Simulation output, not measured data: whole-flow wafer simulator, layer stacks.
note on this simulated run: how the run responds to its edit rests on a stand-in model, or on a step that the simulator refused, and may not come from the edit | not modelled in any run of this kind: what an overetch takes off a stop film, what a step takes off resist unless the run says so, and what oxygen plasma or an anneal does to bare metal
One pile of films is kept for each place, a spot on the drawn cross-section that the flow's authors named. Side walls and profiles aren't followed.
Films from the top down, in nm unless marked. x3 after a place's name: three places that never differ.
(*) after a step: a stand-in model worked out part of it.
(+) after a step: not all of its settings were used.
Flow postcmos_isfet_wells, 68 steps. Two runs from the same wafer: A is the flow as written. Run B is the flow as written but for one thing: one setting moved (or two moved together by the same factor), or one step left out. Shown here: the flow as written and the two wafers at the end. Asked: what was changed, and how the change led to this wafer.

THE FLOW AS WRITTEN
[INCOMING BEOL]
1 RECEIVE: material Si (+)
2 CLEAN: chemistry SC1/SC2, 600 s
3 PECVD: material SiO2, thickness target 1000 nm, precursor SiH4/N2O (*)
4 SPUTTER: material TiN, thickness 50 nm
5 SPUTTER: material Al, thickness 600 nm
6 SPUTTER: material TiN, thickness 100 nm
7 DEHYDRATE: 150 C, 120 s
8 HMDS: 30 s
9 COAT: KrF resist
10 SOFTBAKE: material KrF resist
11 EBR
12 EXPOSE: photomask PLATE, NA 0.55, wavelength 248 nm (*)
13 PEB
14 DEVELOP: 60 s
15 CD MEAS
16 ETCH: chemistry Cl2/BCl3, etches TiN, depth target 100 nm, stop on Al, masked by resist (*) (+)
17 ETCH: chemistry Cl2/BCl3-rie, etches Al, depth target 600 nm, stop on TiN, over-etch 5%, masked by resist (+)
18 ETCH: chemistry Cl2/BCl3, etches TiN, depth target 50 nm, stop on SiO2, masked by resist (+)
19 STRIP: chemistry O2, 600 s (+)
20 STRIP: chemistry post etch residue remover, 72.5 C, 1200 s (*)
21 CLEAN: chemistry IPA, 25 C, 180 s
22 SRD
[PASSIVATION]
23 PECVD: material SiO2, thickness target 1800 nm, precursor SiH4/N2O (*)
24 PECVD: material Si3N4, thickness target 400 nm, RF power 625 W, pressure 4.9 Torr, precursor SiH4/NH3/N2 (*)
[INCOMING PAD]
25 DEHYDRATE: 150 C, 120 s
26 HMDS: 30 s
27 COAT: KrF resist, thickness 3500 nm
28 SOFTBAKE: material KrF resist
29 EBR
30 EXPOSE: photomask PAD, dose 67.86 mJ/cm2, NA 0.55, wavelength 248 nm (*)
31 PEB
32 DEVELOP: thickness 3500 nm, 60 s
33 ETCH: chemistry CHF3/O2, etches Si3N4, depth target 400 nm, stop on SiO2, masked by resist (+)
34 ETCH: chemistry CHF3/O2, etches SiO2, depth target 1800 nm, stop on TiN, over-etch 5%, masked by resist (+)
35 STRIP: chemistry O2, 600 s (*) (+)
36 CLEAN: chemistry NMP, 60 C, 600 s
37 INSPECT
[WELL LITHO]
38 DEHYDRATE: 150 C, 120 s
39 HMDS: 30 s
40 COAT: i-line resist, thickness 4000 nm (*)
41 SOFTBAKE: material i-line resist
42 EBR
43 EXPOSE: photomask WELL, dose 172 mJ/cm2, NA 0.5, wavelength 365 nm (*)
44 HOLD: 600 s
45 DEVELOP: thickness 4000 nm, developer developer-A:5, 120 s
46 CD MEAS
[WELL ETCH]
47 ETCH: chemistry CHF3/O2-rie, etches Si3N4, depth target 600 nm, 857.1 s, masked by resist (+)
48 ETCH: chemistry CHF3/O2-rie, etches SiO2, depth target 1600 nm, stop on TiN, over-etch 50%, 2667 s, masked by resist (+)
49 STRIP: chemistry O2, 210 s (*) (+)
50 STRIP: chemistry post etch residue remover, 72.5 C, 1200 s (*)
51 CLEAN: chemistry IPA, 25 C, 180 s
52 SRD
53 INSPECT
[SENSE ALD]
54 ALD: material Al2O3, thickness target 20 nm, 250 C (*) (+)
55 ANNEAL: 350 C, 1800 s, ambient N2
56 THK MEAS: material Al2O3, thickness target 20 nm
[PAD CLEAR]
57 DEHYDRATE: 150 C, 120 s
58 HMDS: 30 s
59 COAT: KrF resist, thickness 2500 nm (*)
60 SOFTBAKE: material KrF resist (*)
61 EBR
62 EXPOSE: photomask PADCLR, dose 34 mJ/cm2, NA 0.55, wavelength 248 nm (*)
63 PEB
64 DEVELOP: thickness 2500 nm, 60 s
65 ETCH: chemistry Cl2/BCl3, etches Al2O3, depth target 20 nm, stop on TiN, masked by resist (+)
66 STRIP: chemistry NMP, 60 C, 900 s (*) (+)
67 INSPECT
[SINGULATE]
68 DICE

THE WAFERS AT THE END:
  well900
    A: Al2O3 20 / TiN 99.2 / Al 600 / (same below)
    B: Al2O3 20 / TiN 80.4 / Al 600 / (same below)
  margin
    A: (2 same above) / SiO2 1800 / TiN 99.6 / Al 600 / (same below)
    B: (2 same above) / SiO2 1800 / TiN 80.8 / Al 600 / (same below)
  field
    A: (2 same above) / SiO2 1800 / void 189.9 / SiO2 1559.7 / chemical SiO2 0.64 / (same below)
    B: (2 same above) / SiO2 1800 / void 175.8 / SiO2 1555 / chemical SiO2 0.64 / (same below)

The cause: step 6, SPUTTER: thickness 81.25 nm was run, where the flow has thickness 100 nm.

How the change led to this, step by step:
  6 SPUTTER: material TiN, thickness 100 nm
      field, margin, well900 and 6 more: A TiN +100 (new film) | B TiN +81.2 (new film)
  16 ETCH: chemistry Cl2/BCl3, etches TiN, depth target 100 nm, stop on Al, masked by resist (*) (+)
      field: A TiN -100 (all of it) | B TiN -81.2 (all of it)
  23 PECVD: material SiO2, thickness target 1800 nm, precursor SiH4/N2O (*)
      field: A SiO2 +1800 (new film), void +189.9 (new film), SiO2 +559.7 | B SiO2 +1800 (new film), void +175.8 (new film), SiO2 +555
